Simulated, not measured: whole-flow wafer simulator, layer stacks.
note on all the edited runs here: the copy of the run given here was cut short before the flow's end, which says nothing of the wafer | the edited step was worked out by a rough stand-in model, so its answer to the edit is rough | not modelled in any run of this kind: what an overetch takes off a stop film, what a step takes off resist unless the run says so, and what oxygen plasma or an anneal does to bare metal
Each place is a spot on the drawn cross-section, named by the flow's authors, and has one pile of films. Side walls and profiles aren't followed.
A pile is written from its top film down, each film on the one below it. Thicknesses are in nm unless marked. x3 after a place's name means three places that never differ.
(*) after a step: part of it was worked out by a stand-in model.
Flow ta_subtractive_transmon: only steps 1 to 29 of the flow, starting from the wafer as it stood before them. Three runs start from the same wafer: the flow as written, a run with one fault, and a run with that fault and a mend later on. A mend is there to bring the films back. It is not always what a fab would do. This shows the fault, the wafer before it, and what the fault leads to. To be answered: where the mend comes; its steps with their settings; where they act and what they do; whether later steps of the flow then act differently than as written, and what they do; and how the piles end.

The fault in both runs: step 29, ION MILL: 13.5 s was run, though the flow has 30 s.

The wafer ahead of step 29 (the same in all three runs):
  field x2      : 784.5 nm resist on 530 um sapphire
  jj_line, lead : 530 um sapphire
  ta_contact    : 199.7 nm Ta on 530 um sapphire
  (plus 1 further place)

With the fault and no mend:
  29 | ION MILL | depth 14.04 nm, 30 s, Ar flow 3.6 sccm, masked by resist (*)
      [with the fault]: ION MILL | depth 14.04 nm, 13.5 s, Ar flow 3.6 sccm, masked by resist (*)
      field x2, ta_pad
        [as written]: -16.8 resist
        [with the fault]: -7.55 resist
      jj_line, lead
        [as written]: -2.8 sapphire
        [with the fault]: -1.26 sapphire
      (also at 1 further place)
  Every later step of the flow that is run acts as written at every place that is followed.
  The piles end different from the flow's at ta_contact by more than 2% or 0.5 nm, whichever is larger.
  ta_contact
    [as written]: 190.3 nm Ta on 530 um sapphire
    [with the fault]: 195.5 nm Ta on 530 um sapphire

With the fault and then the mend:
  The mend stands after step 29.
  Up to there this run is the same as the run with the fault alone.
  29a | ION MILL | depth 14.04 nm, 16.5 s, Ar flow 3.6 sccm, masked by resist (*) (a further turn of the flow's step 29, with different settings)
      field x2, ta_pad
        -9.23 resist
      jj_line, lead
        -1.54 sapphire
      ta_contact
        -5.2 Ta
  Every later step of the flow that is run acts as written at every place that is followed.
  At every place that both follow, the piles at the end match the flow's.
